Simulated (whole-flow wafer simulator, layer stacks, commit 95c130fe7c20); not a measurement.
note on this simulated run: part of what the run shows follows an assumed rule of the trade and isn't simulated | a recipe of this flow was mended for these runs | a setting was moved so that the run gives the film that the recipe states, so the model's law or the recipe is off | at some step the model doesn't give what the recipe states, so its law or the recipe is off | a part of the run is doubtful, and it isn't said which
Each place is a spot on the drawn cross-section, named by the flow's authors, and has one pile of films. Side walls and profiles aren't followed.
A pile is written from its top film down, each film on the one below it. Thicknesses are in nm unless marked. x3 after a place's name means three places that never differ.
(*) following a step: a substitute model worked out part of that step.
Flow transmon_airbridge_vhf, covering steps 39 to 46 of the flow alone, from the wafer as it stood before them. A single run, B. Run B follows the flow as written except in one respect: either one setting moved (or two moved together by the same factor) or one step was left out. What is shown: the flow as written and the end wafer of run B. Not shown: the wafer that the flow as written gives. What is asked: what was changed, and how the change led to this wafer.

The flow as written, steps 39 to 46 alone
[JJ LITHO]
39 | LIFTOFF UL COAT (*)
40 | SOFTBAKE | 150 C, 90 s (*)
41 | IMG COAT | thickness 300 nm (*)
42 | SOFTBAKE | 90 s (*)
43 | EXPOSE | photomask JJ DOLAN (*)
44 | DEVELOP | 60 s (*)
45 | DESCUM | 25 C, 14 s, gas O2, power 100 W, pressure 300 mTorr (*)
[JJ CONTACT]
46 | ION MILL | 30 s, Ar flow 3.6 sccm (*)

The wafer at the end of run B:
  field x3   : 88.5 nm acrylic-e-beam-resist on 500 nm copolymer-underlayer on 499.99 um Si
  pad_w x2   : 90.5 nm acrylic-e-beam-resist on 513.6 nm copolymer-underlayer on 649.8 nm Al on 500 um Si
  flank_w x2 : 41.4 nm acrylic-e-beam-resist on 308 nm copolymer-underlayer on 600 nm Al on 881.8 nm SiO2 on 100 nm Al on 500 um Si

The reason: step 41, IMG COAT: thickness 120 nm was run, though the flow has thickness 300 nm.

How this came from the change, step by step:
  41 | IMG COAT | thickness 300 nm (*)
      field x3, jj_line, ground_far x3: +120 acrylic-e-beam-resist (new film) (as written it would have been: +300 acrylic-e-beam-resist (new film))
      pad_w x2: +122 acrylic-e-beam-resist (new film) (as written it would have been: +300.2 acrylic-e-beam-resist (new film))
      (as well as at 8 more places)
  44 | DEVELOP | 60 s (*)
      jj_line: -120 acrylic-e-beam-resist (all of it), -500 copolymer-underlayer (all of it) (as written it would have been: -300 acrylic-e-beam-resist (all of it), -500 copolymer-underlayer (all of it))
